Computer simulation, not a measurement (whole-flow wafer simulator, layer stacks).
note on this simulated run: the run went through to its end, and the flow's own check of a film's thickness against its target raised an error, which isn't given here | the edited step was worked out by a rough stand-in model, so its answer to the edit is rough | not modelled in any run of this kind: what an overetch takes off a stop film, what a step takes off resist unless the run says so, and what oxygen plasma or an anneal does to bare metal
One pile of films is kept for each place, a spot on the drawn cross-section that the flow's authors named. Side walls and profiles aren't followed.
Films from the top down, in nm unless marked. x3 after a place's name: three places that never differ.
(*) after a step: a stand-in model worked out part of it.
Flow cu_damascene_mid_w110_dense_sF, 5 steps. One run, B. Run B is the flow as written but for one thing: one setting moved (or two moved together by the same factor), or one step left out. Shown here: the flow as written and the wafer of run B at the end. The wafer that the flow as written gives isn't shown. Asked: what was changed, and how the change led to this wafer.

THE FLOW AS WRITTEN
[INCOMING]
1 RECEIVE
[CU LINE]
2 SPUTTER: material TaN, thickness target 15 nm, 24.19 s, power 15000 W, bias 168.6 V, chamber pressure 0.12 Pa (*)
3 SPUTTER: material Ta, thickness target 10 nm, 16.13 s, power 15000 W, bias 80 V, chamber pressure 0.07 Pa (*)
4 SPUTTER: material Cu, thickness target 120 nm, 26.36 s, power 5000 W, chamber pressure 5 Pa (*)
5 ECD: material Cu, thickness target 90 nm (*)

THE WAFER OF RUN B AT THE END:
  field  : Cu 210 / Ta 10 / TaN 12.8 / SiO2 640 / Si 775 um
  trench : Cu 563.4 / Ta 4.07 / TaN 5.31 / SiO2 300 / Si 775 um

The cause: step 2, SPUTTER: power 12780 W was run, where the flow has power 15000 W.

How the change led to this, step by step:
  2 SPUTTER: material TaN, thickness target 15 nm, 24.19 s, power 15000 W, bias 168.6 V, chamber pressure 0.12 Pa (*)
      field: TaN +12.8 (new film) (as written it would be: TaN +15 (new film))
      trench: TaN +5.31 (new film) (as written it would be: TaN +6.23 (new film))
